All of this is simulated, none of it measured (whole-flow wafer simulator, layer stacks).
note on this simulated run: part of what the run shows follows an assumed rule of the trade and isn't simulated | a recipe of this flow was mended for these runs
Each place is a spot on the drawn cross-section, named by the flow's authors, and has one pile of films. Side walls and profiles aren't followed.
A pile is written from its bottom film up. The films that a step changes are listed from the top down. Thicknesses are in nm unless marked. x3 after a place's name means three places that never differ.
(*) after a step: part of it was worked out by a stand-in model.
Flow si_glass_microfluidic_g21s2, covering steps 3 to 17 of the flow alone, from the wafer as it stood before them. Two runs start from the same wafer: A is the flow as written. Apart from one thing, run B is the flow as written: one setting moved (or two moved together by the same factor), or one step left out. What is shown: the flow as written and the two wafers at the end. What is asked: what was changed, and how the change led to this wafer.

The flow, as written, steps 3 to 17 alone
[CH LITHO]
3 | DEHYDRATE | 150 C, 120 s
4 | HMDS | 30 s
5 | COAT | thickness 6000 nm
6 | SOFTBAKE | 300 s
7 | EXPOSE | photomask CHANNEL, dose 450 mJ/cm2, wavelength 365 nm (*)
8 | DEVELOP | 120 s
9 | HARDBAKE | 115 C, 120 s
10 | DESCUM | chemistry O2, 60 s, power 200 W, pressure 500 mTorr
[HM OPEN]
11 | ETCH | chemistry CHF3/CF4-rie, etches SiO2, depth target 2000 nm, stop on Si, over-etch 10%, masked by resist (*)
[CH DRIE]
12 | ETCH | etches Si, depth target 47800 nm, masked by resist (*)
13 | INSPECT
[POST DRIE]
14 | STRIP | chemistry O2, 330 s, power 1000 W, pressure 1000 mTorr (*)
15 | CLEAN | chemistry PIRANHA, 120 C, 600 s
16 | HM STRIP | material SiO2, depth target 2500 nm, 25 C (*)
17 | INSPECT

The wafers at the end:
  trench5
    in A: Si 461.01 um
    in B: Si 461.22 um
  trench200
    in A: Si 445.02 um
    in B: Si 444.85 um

Cause: step 5, COAT: thickness 6900 nm was run, while the flow as written has thickness 6000 nm.

How this came from the change, step by step:
  5 | COAT | thickness 6000 nm
      land, trench20, trench5, trench200: A thick-i-line-resist gains 6000 (new film) | B thick-i-line-resist gains 6900 (new film)
  8 | DEVELOP | 120 s
      trench20, trench5, trench200: A thick-i-line-resist loses 6000 (all of it) | B thick-i-line-resist loses 6900 (all of it)
  9 | HARDBAKE | 115 C, 120 s
      land: A thick-i-line-resist loses 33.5 | B thick-i-line-resist loses 41.1
  12 | ETCH | etches Si, depth target 47800 nm, masked by resist (*)
      trench5: A Si loses 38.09 um | B Si loses 37.88 um
      trench200: A Si loses 54.08 um | B Si loses 54.25 um
  14 | STRIP | chemistry O2, 330 s, power 1000 W, pressure 1000 mTorr (*)
      land: A thick-i-line-resist loses 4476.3 (all of it) | B thick-i-line-resist loses 5366.6 (all of it)
